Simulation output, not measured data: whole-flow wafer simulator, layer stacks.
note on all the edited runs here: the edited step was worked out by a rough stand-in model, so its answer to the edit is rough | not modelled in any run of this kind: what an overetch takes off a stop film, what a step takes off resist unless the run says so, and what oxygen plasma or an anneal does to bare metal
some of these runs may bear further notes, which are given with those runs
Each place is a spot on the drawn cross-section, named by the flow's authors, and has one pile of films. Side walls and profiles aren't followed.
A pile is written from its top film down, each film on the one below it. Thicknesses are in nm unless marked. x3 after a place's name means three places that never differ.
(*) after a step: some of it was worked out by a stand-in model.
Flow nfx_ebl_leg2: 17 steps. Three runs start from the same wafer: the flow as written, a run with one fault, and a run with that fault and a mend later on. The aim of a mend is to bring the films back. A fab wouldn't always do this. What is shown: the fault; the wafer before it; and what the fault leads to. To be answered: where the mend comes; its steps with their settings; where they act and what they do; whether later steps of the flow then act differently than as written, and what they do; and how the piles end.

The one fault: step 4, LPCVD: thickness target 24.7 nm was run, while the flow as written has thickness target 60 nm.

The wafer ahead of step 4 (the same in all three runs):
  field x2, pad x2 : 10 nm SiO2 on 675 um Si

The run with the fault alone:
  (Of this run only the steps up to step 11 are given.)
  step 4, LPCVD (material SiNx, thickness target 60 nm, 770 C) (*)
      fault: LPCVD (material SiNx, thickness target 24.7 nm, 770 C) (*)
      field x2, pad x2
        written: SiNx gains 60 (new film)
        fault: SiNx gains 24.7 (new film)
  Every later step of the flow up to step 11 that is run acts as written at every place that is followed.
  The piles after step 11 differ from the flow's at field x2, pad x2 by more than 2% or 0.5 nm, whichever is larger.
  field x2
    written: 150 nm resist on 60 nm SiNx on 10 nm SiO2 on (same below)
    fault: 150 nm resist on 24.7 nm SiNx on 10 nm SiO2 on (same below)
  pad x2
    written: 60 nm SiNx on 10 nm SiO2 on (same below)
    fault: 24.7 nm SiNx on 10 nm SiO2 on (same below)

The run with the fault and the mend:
  After step 11 comes the mend.
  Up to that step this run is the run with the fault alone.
  step 11a, STRIP (resist, chemistry O2, 25 C) (*)
      field x2
        resist loses 150 (all of it)
  step 11b, CLEAN (chemistry SC1/SC2) (*) (a further turn of the flow's step 2)
      leaves every film unchanged at each place that is followed
  step 11c, LPCVD (material SiNx, thickness target 35.3 nm, 770 C) (*) (a further turn of the flow's step 4, with different settings)
      field x2, pad x2
        SiNx gains 35.3
  step 11d, DEHYDRATE (180 C, 120 s) (a further turn of the flow's step 6)
      leaves every film unchanged at each place that is followed
  step 11e, COAT (resist, thickness 150 nm) (a further turn of the flow's step 7)
      field x2, pad x2
        resist gains 150 (new film)
  step 11f, SOFTBAKE (resist, 150 C, 60 s) (a further turn of the flow's step 8)
      leaves every film unchanged at each place that is followed
  step 11g, EXPOSE (PMMA, thickness 150 nm, photomask GRATING) (*) (a further turn of the flow's step 9)
      leaves every film unchanged at each place that is followed
  step 11h, DEVELOP (resist, thickness 150 nm, developer developer-C-546, 60 s) (*) (a further turn of the flow's step 10)
      pad x2
        resist loses 150 (all of it)
  Every later step of the flow that is run acts as written at every place that is followed.
  The piles end the same as the flow's at every place that both follow.
